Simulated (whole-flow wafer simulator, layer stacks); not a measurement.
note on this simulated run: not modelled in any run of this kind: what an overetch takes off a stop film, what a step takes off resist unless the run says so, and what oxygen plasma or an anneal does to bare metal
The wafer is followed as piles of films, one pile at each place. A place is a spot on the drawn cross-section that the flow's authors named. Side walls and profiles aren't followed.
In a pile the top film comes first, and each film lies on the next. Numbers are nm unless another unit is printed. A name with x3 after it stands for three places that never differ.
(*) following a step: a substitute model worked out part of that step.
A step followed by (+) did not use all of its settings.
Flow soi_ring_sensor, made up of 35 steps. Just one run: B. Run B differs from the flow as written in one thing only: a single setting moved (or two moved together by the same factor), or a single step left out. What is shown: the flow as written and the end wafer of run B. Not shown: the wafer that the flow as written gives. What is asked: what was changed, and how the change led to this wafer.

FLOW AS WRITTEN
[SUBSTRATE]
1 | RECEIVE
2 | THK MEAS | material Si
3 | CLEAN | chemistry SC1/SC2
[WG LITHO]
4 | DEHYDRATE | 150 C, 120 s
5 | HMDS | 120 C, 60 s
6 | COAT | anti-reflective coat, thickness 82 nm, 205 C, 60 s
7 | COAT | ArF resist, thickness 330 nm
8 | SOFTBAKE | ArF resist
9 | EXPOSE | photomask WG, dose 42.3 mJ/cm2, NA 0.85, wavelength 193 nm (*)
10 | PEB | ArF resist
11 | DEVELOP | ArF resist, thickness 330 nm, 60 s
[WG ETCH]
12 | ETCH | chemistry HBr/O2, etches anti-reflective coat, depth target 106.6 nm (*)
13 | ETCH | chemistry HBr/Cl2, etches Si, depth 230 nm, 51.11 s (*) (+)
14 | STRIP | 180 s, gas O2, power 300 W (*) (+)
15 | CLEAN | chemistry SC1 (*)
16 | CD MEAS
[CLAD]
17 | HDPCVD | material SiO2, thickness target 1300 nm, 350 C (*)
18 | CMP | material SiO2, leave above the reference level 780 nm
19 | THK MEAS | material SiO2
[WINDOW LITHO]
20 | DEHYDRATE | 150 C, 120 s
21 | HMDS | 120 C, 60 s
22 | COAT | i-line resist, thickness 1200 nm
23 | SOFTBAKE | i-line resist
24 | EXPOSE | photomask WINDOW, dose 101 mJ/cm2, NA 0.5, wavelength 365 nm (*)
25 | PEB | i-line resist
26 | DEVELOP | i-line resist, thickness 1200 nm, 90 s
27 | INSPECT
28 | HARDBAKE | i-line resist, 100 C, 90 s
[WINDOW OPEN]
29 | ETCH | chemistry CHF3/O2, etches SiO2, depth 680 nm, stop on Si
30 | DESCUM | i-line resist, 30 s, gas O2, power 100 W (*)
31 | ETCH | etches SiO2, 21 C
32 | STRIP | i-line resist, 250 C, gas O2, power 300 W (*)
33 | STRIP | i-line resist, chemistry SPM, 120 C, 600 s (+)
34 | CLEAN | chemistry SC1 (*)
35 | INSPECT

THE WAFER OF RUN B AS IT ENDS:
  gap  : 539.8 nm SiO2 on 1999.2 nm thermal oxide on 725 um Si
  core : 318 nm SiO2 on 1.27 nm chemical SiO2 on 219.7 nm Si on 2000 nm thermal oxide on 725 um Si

The reason: step 29, ETCH: chemistry CHF3/O2, etches SiO2, depth 680 nm, stop on Si, was not run.

Step by step, how the change led to this:
  30 | DESCUM | i-line resist, 30 s, gas O2, power 100 W (*)
      field, core_clad, gap_clad: -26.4 i-line resist (it would be, as written: -19.3 i-line resist)
  31 | ETCH | etches SiO2, 21 C
      gap, window: -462 SiO2 (it would be, as written: -321.8 SiO2 (all of it))
      core: -462 SiO2 (it would be, as written: -100 SiO2 (all of it), -1.27 chemical SiO2 (all of it))
  32 | STRIP | i-line resist, 250 C, gas O2, power 300 W (*)
      core: nothing (it would be, as written: +1.23 chemical SiO2 (new film), -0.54 Si)
      field, core_clad, gap_clad: -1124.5 i-line resist (all of it) (it would be, as written: -565 i-line resist (all of it))
